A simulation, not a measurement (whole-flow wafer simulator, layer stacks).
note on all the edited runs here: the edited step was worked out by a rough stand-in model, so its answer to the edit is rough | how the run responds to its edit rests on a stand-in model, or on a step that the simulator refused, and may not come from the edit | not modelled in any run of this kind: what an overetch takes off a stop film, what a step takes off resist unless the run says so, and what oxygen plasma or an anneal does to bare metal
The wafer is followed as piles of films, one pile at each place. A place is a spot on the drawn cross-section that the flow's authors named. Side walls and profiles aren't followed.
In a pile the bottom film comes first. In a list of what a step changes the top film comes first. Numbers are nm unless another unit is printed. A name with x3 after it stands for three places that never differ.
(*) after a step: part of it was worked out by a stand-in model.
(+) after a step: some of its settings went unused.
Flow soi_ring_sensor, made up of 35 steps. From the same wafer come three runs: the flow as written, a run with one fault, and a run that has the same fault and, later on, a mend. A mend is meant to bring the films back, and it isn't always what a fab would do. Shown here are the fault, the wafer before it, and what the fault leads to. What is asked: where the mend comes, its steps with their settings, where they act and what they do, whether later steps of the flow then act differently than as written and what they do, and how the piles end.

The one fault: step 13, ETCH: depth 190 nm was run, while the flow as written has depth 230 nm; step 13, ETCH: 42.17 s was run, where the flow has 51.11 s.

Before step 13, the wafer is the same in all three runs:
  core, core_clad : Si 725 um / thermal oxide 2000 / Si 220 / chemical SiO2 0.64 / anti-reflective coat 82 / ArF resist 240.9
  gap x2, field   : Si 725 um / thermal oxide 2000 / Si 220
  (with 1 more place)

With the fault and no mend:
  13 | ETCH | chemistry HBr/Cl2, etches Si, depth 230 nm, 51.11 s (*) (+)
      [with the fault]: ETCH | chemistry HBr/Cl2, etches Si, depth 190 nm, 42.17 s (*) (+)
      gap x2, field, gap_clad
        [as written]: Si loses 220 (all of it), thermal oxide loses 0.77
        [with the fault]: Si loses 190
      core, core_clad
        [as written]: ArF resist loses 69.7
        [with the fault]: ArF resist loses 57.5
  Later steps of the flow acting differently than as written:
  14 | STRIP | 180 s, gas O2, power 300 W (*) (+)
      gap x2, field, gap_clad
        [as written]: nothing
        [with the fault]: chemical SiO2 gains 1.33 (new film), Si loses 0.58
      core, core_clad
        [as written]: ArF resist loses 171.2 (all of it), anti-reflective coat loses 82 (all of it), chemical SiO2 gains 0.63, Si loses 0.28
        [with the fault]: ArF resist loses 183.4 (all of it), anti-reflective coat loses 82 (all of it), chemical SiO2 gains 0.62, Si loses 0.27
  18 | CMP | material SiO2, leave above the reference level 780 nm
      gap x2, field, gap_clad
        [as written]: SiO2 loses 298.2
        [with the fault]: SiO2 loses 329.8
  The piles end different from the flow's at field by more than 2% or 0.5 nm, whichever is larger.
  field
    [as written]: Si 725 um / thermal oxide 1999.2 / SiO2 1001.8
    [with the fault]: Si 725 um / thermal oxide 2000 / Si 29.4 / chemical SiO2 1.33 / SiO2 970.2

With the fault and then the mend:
  The mend stands after step 13.
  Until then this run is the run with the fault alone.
  13a | ETCH | chemistry HBr/Cl2, etches Si, depth 40 nm, 8.889 s (*) (+) (the flow's step 13 again, with other settings)
      gap x2, field, gap_clad
        Si loses 30 (all of it), thermal oxide loses 0.77
      core, core_clad
        ArF resist loses 12.1
  Later steps of the flow that are run all act as written at every place that is followed, up to a difference of at most 2% or 0.5 nm, whichever is larger.
  At every place that both follow, the piles at the end match the flow's.
